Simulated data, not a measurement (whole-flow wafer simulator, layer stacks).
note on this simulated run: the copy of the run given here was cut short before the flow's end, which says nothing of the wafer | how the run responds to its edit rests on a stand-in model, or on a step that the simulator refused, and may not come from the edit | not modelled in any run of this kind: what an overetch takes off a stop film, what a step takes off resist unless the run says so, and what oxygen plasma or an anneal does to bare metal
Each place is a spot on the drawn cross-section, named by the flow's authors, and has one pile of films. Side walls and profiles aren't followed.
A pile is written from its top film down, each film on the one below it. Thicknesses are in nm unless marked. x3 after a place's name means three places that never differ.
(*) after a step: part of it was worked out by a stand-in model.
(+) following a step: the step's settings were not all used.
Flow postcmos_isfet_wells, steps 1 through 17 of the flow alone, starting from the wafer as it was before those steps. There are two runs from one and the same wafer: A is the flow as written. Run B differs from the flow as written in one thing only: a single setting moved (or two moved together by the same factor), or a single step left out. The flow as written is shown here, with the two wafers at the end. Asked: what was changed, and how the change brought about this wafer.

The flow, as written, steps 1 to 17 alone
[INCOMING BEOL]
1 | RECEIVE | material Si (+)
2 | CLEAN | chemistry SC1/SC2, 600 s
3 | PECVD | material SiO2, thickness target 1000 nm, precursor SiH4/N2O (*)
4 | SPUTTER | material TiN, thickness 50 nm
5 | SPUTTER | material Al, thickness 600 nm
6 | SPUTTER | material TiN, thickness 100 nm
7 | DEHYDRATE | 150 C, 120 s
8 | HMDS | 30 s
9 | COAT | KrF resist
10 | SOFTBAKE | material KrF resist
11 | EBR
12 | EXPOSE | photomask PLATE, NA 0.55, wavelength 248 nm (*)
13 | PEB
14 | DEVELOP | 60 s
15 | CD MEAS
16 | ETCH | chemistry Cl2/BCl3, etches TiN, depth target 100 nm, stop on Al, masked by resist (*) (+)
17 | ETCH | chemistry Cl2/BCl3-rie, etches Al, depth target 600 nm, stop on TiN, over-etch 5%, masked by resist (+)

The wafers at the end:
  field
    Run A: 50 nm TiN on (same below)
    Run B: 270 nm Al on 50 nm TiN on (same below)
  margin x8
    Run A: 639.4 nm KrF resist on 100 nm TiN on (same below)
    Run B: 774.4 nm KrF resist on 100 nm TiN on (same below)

Cause: step 17, ETCH: depth target 330 nm was run, though the flow has depth target 600 nm.

Step by step, how the change led to this:
  17 | ETCH | chemistry Cl2/BCl3-rie, etches Al, depth target 600 nm, stop on TiN, over-etch 5%, masked by resist (+)
      field: A Al loses 600 (all of it) | B Al loses 330
      margin x8: A KrF resist loses 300 | B KrF resist loses 165
